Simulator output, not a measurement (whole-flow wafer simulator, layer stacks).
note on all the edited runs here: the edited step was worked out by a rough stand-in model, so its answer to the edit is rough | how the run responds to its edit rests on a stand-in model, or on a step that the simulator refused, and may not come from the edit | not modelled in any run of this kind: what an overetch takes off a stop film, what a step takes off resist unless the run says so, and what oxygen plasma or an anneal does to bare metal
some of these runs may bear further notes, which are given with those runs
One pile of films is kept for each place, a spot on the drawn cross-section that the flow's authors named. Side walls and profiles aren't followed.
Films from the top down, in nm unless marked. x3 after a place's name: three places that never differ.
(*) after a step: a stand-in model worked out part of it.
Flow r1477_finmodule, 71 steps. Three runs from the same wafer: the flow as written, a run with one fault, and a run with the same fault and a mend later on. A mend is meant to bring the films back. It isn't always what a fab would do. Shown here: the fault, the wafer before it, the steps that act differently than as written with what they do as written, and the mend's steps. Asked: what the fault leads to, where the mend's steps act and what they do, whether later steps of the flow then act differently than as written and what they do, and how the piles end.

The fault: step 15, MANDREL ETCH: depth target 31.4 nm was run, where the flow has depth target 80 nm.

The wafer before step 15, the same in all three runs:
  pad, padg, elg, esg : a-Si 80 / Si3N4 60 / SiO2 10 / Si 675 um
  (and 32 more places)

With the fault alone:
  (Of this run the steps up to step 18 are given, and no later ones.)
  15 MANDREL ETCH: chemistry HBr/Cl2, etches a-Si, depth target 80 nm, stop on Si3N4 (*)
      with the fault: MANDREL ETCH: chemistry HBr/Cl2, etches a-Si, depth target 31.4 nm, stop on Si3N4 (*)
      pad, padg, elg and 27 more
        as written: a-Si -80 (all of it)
        with the fault: a-Si -31.4
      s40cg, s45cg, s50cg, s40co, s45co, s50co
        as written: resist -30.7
        with the fault: resist -12
  Later steps of the flow that act differently than as written:
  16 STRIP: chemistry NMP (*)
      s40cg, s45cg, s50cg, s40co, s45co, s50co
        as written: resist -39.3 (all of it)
        with the fault: resist -58 (all of it)
  After step 18 the piles differ from the flow's by more than 2% or 0.5 nm, whichever is larger, at pad, padg, elg and 27 more.
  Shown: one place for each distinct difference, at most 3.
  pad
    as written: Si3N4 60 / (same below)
    with the fault: a-Si 48.6 / Si3N4 60 / (same below)

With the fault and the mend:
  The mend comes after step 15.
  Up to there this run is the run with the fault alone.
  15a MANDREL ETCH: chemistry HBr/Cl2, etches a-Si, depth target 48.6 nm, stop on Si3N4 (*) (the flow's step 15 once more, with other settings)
      pad, padg, elg and 27 more
        a-Si -48.6 (all of it)
      s40cg, s45cg, s50cg, s40co, s45co, s50co
        resist -18.6
  No later step of the flow acts differently than as written at any place that is followed.
  At the end the piles are the same as the flow's at every place that both follow.
